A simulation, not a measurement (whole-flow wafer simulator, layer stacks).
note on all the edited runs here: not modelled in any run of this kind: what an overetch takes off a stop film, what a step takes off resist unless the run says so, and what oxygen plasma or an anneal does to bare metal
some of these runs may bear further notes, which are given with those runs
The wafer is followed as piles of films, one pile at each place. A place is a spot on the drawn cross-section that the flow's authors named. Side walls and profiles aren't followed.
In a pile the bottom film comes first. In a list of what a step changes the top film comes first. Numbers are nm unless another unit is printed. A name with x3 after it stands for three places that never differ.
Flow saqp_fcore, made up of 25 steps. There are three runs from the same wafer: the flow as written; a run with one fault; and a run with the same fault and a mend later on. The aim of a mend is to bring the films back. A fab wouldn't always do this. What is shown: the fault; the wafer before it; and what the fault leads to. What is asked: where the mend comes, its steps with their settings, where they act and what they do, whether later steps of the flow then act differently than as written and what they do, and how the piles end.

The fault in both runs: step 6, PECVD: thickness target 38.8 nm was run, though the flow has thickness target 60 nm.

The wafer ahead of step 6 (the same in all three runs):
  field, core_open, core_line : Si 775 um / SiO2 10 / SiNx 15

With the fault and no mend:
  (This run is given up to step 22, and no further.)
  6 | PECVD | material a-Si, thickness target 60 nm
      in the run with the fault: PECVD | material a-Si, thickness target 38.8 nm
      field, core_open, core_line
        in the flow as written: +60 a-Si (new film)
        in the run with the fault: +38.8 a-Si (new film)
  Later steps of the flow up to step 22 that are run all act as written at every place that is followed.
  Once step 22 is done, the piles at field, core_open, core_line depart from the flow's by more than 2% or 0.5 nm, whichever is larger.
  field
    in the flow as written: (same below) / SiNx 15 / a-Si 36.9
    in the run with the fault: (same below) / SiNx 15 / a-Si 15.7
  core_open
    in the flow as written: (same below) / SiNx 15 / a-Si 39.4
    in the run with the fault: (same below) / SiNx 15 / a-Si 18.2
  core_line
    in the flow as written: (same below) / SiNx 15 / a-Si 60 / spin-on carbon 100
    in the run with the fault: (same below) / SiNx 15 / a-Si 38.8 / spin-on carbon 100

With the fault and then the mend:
  The mend follows step 7.
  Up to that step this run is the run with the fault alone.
  7a | ETCH | chemistry tmah, depth target 44.62 nm
      field, core_open, core_line
        -38.8 a-Si (all of it)
  7b | PECVD | material a-Si, thickness target 60 nm (the flow's step 6, run once more)
      field, core_open, core_line
        +60 a-Si (new film)
  Later steps of the flow that are run all act as written at every place that is followed.
  By the end, the piles equal the flow's at every place that both follow.
